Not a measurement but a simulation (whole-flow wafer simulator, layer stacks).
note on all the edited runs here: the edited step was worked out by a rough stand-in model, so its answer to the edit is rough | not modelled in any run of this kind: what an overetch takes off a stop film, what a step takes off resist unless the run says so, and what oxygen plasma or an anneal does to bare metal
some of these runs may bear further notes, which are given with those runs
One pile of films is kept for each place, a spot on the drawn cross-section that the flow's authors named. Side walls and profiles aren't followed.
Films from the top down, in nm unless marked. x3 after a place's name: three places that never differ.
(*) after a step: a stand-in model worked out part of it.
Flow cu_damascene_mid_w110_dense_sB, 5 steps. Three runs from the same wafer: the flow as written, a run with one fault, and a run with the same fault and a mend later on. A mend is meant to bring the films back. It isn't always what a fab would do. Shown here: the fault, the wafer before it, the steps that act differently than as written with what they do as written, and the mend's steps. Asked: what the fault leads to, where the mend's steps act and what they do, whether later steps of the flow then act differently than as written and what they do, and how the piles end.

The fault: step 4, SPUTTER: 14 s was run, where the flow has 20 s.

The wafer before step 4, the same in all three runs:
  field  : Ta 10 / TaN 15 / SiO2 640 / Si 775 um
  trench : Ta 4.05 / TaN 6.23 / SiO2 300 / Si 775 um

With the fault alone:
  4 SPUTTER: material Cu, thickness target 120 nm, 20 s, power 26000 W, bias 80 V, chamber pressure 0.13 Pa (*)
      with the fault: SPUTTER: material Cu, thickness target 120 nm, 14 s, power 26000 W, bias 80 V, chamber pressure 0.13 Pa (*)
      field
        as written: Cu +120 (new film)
        with the fault: Cu +84 (new film)
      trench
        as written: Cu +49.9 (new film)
        with the fault: Cu +34.9 (new film)
  Later steps of the flow that act differently than as written:
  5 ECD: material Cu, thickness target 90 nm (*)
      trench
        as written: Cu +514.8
        with the fault: Cu +493.8
  At the end the piles differ from the flow's by more than 2% or 0.5 nm, whichever is larger, at field, trench.
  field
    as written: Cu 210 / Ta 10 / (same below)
    with the fault: Cu 174 / Ta 10 / (same below)
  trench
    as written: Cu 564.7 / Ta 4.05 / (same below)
    with the fault: Cu 528.7 / Ta 4.05 / (same below)

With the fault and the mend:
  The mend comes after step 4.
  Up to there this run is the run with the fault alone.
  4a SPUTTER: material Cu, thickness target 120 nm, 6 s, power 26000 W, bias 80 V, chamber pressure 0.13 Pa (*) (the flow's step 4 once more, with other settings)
      field
        Cu +36
      trench
        Cu +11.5
  No later step of the flow acts differently than as written, at any place that is followed, by more than 2% or 0.5 nm, whichever is larger.
  At the end the piles are the same as the flow's at every place that both follow.
